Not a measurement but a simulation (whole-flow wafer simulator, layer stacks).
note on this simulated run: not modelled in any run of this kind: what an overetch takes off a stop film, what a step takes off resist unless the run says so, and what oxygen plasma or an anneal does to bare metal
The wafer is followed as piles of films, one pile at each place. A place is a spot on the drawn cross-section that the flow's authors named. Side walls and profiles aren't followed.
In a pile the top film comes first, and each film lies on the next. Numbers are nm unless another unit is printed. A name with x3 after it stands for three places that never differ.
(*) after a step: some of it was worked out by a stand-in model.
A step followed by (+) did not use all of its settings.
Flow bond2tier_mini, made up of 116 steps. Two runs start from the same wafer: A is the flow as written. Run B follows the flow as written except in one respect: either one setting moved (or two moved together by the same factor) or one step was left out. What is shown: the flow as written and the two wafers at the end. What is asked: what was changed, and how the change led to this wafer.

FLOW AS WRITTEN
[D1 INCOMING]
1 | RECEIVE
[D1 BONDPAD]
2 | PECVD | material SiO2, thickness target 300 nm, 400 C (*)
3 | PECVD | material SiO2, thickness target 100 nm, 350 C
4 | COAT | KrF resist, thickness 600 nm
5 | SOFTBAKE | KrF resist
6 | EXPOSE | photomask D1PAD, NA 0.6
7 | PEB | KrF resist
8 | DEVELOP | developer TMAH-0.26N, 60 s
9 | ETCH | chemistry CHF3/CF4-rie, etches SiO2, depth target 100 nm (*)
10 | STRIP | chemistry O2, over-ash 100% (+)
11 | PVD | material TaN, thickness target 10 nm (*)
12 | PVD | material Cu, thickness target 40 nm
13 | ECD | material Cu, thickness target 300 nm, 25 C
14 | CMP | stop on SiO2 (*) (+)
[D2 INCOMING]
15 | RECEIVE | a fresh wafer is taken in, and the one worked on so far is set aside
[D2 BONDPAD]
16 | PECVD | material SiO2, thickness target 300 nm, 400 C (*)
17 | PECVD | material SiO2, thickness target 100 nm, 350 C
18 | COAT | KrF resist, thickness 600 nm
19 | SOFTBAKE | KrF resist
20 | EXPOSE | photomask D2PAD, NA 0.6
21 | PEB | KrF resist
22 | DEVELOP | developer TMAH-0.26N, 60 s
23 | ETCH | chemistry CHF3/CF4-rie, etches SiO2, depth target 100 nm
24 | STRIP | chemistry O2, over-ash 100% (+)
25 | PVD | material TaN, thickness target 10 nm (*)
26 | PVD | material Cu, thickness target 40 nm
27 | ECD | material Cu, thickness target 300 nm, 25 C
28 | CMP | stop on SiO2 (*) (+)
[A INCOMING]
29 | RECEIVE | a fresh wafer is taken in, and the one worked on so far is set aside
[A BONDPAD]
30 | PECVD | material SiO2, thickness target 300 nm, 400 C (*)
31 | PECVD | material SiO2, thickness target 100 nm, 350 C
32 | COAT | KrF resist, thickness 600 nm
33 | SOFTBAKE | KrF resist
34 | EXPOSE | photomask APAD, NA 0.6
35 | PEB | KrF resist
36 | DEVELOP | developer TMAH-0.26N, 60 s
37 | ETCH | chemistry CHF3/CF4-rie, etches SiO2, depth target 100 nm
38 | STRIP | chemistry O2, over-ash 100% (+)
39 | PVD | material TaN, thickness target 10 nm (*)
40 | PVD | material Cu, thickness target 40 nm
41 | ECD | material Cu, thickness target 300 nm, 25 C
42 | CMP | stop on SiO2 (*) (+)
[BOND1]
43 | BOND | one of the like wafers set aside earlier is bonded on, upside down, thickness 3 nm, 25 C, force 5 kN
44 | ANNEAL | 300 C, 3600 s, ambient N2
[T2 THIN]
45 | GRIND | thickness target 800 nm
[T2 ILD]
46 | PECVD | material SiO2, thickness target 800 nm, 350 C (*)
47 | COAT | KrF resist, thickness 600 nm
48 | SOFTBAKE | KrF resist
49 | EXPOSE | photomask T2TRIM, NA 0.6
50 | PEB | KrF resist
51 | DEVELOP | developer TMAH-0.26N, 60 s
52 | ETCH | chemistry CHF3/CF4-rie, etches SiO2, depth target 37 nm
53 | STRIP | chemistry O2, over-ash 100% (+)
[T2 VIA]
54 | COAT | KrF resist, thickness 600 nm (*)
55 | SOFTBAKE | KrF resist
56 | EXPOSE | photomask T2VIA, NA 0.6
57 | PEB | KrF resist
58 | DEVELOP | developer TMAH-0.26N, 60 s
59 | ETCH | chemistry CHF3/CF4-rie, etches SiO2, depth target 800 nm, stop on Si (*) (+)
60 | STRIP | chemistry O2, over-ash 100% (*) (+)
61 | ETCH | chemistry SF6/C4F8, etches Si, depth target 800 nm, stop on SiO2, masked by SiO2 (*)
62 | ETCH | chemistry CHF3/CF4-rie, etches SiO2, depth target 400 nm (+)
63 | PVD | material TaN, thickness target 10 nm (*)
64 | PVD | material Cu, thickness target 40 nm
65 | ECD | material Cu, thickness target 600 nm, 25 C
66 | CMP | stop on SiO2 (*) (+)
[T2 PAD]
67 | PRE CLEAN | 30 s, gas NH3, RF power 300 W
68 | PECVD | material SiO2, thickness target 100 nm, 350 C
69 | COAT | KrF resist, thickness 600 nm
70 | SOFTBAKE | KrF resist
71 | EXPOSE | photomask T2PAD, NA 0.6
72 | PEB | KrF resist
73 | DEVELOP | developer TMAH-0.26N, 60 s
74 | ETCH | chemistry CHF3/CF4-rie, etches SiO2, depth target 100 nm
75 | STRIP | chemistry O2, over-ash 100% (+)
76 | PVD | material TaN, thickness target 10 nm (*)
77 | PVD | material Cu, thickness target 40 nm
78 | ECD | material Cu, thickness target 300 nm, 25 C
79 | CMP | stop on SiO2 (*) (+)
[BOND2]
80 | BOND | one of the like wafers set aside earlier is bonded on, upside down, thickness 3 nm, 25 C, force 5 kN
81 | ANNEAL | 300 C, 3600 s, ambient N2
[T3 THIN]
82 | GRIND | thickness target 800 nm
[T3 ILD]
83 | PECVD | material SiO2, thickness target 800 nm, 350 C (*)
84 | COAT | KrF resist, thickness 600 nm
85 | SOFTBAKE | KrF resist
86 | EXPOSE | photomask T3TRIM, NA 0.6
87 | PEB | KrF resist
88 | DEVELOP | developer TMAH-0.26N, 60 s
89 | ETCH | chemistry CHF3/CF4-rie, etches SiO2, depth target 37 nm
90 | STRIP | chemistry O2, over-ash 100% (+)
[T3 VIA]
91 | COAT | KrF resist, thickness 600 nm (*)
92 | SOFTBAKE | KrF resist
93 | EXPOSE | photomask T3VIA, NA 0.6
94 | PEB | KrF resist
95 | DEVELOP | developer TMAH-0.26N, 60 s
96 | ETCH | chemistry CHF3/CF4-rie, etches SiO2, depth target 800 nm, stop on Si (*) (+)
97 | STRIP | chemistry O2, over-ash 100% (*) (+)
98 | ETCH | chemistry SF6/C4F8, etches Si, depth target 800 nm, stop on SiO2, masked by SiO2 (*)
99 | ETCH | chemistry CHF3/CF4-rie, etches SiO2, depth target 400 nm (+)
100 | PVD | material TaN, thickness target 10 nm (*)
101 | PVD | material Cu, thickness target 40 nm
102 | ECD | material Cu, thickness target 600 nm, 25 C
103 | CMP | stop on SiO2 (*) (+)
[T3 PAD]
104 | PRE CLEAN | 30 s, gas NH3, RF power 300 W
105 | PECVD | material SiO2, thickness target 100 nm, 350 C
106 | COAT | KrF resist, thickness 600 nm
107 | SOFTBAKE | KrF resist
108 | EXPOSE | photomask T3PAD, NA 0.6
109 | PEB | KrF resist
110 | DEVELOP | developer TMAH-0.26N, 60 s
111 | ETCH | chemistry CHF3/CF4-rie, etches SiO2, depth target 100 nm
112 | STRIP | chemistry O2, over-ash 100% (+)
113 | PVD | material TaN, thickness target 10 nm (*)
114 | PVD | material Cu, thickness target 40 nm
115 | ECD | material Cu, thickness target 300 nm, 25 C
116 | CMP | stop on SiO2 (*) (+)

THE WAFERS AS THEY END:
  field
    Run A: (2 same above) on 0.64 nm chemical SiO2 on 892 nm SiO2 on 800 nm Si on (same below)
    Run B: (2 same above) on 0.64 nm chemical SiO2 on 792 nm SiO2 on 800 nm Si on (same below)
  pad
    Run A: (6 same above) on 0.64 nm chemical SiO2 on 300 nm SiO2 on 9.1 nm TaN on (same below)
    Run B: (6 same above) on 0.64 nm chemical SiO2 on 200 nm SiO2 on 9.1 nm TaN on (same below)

The reason: step 17, PECVD: material SiO2, thickness target 100 nm, 350 C, was omitted.

The path from the change to this, step by step:
  80 | BOND | one of the like wafers set aside earlier is bonded on, upside down, thickness 3 nm, 25 C, force 5 kN
      field: A Si gains 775 um (new film), chemical SiO2 gains 0.64 (new film), SiO2 gains 400 | B Si gains 775 um (new film), chemical SiO2 gains 0.64 (new film), SiO2 gains 300
      pad: A Si gains 775 um (new film), chemical SiO2 gains 0.64 (new film), SiO2 gains 300 (new film), TaN gains 9.1 (new film), Cu gains 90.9 | B Si gains 775 um (new film), chemical SiO2 gains 0.64 (new film), SiO2 gains 200 (new film), TaN gains 9.1 (new film), Cu gains 90.9
